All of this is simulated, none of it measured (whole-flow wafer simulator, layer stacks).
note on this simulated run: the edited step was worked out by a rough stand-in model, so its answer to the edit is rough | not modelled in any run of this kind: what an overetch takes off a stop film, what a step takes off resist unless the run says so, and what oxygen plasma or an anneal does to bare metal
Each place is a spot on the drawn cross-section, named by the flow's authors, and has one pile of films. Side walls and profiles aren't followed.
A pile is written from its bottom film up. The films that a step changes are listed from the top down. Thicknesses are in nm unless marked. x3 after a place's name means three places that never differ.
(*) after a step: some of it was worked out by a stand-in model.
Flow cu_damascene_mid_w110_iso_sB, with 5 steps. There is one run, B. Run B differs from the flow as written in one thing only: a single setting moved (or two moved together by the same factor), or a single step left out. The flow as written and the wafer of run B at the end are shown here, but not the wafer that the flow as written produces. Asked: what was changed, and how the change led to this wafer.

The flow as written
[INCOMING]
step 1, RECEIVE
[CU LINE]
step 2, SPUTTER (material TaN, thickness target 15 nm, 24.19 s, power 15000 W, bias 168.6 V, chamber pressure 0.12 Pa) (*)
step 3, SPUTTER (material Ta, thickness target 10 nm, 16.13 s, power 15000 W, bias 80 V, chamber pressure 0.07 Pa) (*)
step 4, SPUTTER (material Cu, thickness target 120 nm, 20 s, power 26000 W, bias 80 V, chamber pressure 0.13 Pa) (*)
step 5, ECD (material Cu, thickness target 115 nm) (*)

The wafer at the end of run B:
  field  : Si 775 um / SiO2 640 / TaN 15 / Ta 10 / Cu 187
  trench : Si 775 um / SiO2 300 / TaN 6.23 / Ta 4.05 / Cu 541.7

What caused this: step 4, SPUTTER: thickness target 72 nm was run, while the flow as written has thickness target 120 nm; step 4, SPUTTER: 12 s was run, where the flow has 20 s.

The path from the change to this, step by step:
  step 4, SPUTTER (material Cu, thickness target 120 nm, 20 s, power 26000 W, bias 80 V, chamber pressure 0.13 Pa) (*)
      field: Cu gains 72 (new film) (it would be, as written: Cu gains 120 (new film))
      trench: Cu gains 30 (new film) (it would be, as written: Cu gains 49.9 (new film))
  step 5, ECD (material Cu, thickness target 115 nm) (*)
      trench: Cu gains 511.8 (it would be, as written: Cu gains 539.8)
